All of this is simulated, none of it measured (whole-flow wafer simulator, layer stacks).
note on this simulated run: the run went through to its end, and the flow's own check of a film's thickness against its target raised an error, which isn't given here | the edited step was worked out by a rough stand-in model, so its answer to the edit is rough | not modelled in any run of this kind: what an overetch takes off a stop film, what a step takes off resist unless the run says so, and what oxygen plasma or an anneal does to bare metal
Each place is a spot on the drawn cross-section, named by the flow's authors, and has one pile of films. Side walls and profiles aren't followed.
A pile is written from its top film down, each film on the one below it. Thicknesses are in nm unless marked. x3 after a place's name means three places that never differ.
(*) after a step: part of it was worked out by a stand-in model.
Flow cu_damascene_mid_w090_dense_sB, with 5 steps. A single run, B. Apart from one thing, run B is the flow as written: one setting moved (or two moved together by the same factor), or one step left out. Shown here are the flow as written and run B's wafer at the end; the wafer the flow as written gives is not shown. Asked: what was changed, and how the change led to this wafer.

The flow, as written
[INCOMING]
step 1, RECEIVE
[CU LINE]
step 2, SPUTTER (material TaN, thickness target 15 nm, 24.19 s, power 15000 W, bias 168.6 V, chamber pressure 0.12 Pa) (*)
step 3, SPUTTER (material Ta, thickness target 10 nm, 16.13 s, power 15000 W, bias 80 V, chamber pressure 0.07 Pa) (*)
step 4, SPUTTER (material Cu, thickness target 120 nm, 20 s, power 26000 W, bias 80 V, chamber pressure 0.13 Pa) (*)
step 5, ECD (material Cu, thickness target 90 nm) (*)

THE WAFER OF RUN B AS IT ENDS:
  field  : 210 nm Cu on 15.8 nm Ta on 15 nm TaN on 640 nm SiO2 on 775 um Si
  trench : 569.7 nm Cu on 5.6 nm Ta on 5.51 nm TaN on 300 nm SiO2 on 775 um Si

The reason: step 3, SPUTTER: thickness target 15.8 nm was run, whereas the flow has thickness target 10 nm; step 3, SPUTTER: 25.4 s was run, where the flow has 16.13 s.
One can read it off the wafer: field has Ta 15.8, and step 3 as written asks for 10 nm.

The path from the change to this, step by step:
  step 3, SPUTTER (material Ta, thickness target 10 nm, 16.13 s, power 15000 W, bias 80 V, chamber pressure 0.07 Pa) (*)
      field: Ta gains 15.8 (new film) (as written it would have been: Ta gains 10 (new film))
      trench: Ta gains 5.6 (new film) (as written it would have been: Ta gains 3.55 (new film))
  step 4, SPUTTER (material Cu, thickness target 120 nm, 20 s, power 26000 W, bias 80 V, chamber pressure 0.13 Pa) (*)
      trench: Cu gains 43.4 (new film) (as written it would have been: Cu gains 44.3 (new film))
